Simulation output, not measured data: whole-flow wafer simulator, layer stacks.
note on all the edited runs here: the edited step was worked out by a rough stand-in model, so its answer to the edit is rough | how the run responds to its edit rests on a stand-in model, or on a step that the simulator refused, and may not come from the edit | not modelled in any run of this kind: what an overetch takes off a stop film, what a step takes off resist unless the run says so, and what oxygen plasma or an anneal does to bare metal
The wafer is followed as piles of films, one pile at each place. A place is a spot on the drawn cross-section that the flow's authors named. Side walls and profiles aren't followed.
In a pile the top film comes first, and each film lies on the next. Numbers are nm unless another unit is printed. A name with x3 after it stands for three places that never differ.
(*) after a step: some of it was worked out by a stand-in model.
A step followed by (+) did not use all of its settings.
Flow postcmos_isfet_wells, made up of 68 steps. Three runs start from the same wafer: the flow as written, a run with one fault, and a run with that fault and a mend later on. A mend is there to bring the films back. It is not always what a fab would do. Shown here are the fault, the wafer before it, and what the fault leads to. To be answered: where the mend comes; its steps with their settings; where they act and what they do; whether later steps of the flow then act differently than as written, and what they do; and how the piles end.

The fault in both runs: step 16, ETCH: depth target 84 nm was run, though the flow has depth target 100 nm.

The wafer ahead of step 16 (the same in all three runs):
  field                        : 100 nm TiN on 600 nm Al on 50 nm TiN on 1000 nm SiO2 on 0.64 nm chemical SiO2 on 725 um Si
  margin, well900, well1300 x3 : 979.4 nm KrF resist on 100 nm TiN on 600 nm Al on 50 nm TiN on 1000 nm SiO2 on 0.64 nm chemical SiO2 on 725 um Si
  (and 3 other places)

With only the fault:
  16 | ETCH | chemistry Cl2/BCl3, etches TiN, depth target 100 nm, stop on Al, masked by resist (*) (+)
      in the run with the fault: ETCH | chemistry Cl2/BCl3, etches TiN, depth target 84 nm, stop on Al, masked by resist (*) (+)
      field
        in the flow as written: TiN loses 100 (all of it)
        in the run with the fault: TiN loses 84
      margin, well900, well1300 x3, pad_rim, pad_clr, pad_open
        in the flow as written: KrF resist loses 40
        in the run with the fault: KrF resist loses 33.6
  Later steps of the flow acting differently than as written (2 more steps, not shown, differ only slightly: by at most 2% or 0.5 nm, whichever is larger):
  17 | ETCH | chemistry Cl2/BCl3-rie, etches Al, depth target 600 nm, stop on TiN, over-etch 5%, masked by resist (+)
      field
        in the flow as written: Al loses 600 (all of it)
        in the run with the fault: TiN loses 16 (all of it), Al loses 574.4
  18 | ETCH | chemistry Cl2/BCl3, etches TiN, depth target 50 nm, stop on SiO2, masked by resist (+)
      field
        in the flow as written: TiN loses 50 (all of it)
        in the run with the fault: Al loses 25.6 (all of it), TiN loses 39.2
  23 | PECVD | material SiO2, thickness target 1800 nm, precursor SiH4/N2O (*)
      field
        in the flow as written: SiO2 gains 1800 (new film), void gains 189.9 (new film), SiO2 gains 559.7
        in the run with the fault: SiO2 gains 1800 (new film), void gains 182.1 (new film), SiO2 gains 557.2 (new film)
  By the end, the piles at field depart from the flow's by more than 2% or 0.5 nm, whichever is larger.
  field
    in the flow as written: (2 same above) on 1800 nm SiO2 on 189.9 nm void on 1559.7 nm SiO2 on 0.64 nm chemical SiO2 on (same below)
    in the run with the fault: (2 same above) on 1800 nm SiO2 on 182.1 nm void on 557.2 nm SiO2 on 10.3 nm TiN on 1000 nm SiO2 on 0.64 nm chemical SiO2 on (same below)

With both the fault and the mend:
  The mend follows step 16.
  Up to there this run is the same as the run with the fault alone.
  16a | ETCH | chemistry Cl2/BCl3, etches TiN, depth target 16 nm, stop on Al, masked by resist (the flow's step 16 again, with other settings)
      margin, well900, well1300 x3, pad_rim, pad_clr, pad_open
        KrF resist loses 6.4
      field
        TiN loses 16 (all of it)
  None of the later steps of the flow acts differently than as written at any place that is followed.
  At every place that both follow, the piles at the end match the flow's.
